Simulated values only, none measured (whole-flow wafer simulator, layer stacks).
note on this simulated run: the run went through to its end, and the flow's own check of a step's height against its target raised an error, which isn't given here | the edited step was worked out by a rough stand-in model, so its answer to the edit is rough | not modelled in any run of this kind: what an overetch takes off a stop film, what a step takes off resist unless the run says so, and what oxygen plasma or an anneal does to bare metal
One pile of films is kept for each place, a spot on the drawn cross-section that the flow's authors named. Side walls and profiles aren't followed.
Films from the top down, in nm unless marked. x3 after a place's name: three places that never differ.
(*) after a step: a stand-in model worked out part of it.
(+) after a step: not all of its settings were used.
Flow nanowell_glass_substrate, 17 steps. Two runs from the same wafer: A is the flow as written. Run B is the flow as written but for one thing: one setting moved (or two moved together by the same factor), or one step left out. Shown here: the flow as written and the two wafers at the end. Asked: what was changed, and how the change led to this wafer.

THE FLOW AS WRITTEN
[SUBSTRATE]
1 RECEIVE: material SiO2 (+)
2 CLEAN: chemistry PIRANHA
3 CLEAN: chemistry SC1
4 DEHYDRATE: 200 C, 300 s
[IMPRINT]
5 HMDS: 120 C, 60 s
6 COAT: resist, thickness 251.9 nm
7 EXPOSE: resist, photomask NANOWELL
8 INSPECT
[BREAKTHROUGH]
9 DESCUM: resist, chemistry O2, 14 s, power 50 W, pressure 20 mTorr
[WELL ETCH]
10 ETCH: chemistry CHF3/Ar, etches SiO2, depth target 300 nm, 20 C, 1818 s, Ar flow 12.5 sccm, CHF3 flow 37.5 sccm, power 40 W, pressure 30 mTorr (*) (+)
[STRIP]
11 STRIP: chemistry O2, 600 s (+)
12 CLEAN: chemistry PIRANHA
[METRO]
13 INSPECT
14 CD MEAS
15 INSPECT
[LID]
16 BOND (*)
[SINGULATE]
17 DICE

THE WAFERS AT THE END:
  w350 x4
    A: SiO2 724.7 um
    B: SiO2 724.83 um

The cause: step 10, ETCH: depth target 172 nm was run, where the flow has depth target 300 nm; step 10, ETCH: 1045 s was run, where the flow has 1818 s.

How the change led to this, step by step:
  10 ETCH: chemistry CHF3/Ar, etches SiO2, depth target 300 nm, 20 C, 1818 s, Ar flow 12.5 sccm, CHF3 flow 37.5 sccm, power 40 W, pressure 30 mTorr (*) (+)
      w350 x4: A SiO2 -300 | B SiO2 -172
      land: A resist -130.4 | B resist -74.8
  11 STRIP: chemistry O2, 600 s (+)
      land: A resist -125.9 (all of it) | B resist -181.6 (all of it)
